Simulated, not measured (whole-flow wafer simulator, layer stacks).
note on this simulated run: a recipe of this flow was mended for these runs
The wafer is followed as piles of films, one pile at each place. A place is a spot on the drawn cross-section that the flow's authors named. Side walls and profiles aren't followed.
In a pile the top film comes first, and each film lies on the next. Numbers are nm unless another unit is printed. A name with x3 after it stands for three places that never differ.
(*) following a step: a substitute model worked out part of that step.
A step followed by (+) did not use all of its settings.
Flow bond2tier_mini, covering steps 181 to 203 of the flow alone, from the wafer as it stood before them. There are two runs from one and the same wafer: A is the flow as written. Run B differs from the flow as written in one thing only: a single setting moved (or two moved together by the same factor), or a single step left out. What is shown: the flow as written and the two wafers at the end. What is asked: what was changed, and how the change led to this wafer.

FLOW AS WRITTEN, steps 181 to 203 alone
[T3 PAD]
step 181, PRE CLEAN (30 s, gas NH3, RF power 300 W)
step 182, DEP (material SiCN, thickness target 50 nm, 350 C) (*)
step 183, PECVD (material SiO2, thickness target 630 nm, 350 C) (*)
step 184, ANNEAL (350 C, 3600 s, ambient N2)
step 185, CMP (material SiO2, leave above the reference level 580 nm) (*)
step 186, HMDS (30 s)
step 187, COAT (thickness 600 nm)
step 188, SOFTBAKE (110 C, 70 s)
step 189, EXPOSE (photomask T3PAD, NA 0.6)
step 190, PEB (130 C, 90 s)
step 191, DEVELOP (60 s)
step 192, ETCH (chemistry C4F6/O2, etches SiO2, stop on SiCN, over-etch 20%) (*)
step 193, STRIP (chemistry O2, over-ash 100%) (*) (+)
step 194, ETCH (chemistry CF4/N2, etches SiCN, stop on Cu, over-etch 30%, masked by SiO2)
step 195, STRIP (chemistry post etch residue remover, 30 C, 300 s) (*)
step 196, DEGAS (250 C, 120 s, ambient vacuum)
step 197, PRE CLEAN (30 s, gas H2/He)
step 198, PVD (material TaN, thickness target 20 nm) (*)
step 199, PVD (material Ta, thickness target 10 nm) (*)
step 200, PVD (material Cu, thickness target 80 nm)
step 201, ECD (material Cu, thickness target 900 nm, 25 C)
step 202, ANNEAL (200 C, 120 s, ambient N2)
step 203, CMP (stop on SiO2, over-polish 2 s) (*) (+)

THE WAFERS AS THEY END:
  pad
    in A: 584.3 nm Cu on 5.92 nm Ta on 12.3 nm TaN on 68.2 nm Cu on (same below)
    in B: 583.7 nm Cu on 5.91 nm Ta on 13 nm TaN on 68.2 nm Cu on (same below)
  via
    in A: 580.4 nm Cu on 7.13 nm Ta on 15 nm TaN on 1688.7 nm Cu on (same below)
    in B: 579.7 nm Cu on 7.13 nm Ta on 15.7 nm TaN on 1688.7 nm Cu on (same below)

What caused this: step 198, PVD: thickness target 21 nm was run, whereas the flow has thickness target 20 nm.

Step by step, how the change led to this:
  step 198, PVD (material TaN, thickness target 20 nm) (*)
      field: A +20 TaN (new film) | B +21 TaN (new film)
      pad: A +12.3 TaN (new film) | B +13 TaN (new film)
      (also at 1 further place)
  step 203, CMP (stop on SiO2, over-polish 2 s) (*) (+)
      field: A -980 Cu (all of it), -10 Ta (all of it), -20 TaN (all of it) | B -980 Cu (all of it), -10 Ta (all of it), -21 TaN (all of it)
